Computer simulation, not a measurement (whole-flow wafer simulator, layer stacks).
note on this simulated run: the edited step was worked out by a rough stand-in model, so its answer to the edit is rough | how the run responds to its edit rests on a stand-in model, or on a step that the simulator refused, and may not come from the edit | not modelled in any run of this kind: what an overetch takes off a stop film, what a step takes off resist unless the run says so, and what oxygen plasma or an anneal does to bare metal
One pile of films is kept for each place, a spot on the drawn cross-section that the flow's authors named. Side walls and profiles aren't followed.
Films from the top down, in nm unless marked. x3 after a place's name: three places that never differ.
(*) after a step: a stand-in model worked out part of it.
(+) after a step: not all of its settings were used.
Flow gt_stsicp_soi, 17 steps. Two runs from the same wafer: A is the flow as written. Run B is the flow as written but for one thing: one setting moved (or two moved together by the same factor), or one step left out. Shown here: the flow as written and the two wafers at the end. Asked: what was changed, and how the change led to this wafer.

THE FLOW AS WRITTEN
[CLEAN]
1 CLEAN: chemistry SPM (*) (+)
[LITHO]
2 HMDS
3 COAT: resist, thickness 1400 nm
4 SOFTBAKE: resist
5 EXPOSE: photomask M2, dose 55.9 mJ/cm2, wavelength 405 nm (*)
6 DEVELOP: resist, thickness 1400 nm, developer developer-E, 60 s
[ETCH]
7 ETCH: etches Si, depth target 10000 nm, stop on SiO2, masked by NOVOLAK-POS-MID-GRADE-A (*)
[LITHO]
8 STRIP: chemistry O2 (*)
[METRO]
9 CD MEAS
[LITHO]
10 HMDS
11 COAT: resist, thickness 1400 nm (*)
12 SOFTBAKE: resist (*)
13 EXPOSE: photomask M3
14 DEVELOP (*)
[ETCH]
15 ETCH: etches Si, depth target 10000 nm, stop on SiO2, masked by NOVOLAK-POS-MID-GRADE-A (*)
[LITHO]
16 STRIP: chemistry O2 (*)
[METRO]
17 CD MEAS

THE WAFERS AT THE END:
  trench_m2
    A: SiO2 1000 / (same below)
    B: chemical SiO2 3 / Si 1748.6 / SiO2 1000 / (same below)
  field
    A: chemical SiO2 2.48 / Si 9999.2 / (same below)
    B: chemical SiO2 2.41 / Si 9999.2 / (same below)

The cause: step 7, ETCH: depth target 8250 nm was run, where the flow has depth target 10000 nm.

How the change led to this, step by step:
  7 ETCH: etches Si, depth target 10000 nm, stop on SiO2, masked by NOVOLAK-POS-MID-GRADE-A (*)
      trench_m2: A chemical SiO2 -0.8 (all of it), Si -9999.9 (all of it) | B chemical SiO2 -0.8 (all of it), Si -8250
      field, trench_m3: A resist -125 | B resist -103.1
  8 STRIP: chemistry O2 (*)
      trench_m2: A nothing | B chemical SiO2 +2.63 (new film), Si -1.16
  11 COAT: resist, thickness 1400 nm (*)
      trench_m2: A resist +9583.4 (new film) | B resist +8197.1 (new film)
  12 SOFTBAKE: resist (*)
      field: A nothing | B resist +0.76
      trench_m2: A nothing | B resist +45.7
      (and at 1 more place)
  16 STRIP: chemistry O2 (*)
      trench_m2: A resist -9458.4 (all of it) | B resist -8117.8 (all of it), chemical SiO2 +0.37, Si -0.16
